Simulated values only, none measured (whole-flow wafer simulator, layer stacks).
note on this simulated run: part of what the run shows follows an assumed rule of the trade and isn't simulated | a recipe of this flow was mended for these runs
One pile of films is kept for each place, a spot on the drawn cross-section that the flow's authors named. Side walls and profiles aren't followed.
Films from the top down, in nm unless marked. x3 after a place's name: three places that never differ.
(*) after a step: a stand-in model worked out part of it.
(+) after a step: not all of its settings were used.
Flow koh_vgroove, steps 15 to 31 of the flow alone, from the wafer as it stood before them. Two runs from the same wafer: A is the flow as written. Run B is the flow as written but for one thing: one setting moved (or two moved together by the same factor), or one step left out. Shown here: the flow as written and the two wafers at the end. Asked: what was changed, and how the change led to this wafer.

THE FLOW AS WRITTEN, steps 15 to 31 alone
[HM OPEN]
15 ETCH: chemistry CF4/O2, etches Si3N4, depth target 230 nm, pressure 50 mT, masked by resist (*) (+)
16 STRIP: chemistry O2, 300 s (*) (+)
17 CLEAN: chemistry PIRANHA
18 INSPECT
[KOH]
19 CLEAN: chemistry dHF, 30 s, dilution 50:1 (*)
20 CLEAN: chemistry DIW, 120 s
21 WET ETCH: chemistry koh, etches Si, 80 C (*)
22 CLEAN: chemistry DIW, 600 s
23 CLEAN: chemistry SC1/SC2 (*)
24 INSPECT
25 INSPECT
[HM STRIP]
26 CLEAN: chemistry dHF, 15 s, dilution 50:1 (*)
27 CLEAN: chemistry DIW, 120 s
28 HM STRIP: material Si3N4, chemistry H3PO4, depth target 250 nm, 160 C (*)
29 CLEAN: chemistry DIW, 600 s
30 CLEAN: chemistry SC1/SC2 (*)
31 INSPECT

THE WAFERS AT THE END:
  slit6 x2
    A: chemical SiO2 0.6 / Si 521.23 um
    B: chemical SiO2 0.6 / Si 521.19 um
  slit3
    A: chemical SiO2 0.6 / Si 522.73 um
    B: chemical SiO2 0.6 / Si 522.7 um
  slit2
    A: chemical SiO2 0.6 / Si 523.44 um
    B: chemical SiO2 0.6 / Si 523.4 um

The cause: step 15, ETCH: depth target 267 nm was run, where the flow has depth target 230 nm.

How the change led to this, step by step:
  15 ETCH: chemistry CF4/O2, etches Si3N4, depth target 230 nm, pressure 50 mT, masked by resist (*) (+)
      slit3, slit2, slit6 x2: A Si3N4 -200 (all of it), chemical SiO2 -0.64 (all of it), Si -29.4 | B Si3N4 -200 (all of it), chemical SiO2 -0.64 (all of it), Si -66.4
      field: A i-line-resist -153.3 | B i-line-resist -178
  16 STRIP: chemistry O2, 300 s (*) (+)
      field: A i-line-resist -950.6 (all of it) | B i-line-resist -925.9 (all of it)
